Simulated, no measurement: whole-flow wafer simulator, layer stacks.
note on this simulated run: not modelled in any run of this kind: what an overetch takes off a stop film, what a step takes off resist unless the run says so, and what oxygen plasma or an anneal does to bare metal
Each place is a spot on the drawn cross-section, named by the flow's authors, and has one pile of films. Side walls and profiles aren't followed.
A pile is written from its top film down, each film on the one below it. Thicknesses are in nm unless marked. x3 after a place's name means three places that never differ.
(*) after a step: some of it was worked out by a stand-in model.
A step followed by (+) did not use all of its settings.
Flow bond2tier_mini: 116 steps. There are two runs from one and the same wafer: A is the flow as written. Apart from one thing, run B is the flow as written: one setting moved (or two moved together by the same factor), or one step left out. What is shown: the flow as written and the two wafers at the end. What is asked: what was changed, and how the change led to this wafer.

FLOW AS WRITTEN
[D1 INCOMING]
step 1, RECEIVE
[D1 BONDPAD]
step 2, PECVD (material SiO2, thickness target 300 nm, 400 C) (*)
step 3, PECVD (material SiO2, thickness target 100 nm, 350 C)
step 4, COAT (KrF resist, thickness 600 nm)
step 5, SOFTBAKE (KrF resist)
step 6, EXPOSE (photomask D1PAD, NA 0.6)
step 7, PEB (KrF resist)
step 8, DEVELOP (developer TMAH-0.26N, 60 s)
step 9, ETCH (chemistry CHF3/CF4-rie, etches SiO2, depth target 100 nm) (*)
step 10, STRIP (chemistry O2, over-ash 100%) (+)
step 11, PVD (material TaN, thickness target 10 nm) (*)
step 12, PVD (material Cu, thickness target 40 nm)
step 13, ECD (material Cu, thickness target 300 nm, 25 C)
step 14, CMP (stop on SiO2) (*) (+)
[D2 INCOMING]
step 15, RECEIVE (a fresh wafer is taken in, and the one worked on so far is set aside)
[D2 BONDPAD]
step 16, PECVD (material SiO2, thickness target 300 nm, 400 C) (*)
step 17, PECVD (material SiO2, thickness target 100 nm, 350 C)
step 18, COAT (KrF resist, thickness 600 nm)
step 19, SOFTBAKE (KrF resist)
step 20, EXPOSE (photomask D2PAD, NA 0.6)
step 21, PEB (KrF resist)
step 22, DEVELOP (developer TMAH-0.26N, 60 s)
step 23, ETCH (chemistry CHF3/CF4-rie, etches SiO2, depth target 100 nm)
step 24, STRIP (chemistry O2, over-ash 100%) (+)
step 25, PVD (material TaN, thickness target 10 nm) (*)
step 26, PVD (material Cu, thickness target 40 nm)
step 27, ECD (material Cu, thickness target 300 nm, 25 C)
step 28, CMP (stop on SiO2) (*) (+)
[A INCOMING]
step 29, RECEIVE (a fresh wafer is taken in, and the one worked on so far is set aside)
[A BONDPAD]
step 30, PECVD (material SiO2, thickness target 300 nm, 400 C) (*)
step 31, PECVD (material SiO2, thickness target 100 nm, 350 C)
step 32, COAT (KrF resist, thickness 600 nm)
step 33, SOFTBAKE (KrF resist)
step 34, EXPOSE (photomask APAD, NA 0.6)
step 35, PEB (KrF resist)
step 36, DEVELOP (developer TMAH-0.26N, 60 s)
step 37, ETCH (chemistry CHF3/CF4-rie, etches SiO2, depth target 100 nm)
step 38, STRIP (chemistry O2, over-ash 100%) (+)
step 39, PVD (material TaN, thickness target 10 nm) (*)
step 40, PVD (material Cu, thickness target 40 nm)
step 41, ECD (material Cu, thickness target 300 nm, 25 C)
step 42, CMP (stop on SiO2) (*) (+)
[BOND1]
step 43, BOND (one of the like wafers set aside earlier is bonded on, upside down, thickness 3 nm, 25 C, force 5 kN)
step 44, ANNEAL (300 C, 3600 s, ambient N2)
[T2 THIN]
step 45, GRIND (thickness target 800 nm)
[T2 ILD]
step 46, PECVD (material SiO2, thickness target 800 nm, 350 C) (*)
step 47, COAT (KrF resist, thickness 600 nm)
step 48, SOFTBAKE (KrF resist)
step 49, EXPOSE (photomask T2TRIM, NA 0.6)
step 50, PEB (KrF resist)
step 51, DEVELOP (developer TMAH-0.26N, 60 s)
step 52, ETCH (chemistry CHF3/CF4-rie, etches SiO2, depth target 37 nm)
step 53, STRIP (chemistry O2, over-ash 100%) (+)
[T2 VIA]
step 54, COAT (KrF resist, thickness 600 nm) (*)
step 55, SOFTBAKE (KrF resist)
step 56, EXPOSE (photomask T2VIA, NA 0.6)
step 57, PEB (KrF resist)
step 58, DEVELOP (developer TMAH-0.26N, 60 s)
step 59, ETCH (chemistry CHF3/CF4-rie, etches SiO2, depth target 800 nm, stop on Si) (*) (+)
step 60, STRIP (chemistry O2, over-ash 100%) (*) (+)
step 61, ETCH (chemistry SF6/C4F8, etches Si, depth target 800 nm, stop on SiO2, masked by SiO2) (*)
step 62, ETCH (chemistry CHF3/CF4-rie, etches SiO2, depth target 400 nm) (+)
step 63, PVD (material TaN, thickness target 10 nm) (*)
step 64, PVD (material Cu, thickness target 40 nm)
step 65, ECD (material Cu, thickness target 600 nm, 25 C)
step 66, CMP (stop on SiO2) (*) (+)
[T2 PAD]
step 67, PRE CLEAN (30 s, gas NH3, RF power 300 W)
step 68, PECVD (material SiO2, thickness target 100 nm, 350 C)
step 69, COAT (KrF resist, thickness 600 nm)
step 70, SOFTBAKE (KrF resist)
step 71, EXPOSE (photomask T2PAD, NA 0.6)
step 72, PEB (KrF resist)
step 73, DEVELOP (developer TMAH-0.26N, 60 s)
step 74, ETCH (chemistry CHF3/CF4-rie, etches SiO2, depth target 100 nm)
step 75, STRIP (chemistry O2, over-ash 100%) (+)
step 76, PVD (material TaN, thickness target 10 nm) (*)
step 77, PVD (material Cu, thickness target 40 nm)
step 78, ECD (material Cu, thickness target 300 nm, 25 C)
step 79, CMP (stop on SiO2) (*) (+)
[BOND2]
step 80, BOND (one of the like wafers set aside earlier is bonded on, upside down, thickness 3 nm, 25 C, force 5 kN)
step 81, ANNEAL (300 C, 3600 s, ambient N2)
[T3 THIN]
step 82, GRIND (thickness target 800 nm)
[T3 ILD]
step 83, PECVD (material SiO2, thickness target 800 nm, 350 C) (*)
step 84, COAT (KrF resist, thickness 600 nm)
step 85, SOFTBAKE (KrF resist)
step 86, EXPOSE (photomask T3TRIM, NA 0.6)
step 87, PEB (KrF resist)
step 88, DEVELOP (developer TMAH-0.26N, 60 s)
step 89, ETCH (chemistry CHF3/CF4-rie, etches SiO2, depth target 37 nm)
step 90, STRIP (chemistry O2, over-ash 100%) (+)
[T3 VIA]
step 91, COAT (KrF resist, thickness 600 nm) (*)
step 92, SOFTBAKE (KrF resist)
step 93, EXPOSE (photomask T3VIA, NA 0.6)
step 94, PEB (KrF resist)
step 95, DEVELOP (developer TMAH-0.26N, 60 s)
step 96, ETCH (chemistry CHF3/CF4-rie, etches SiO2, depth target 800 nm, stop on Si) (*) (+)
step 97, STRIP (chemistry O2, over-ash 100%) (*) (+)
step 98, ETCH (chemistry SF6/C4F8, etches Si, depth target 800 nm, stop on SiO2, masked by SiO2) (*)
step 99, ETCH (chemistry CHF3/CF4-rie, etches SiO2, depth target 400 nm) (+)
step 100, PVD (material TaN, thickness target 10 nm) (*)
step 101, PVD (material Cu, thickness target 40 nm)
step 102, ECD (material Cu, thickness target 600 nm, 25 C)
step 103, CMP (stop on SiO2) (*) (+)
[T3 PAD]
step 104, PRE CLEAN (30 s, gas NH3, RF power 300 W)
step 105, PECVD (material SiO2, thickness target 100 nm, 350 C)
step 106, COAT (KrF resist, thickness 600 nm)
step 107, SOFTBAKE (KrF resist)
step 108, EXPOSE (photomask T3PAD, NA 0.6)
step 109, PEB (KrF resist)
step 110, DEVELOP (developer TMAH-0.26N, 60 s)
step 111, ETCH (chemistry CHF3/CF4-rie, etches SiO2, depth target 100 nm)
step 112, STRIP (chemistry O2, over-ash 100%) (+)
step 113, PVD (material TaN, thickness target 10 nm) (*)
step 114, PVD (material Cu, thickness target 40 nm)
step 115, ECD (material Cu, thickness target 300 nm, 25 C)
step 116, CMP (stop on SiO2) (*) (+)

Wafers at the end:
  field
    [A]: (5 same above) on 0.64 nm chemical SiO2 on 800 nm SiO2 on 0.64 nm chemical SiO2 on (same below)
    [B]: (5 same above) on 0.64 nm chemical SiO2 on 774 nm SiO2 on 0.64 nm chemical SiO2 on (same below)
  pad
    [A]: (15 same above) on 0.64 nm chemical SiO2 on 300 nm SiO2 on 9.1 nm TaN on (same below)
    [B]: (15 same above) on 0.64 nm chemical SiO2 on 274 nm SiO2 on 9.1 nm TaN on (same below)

What caused this: step 3, PECVD: thickness target 74 nm was run, while the flow as written has thickness target 100 nm.

Step by step, how the change led to this:
  step 3, PECVD (material SiO2, thickness target 100 nm, 350 C)
      field, pad, via: A +100 SiO2 | B +74 SiO2
  step 43, BOND (one of the like wafers set aside earlier is bonded on, upside down, thickness 3 nm, 25 C, force 5 kN)
      field: A +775 um Si (new film), +0.64 chemical SiO2 (new film), +400 SiO2 | B +775 um Si (new film), +0.64 chemical SiO2 (new film), +374 SiO2
      pad: A +775 um Si (new film), +0.64 chemical SiO2 (new film), +300 SiO2 (new film), +9.1 TaN (new film), +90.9 Cu | B +775 um Si (new film), +0.64 chemical SiO2 (new film), +274 SiO2 (new film), +9.1 TaN (new film), +90.9 Cu
      (as well as at 1 more place)
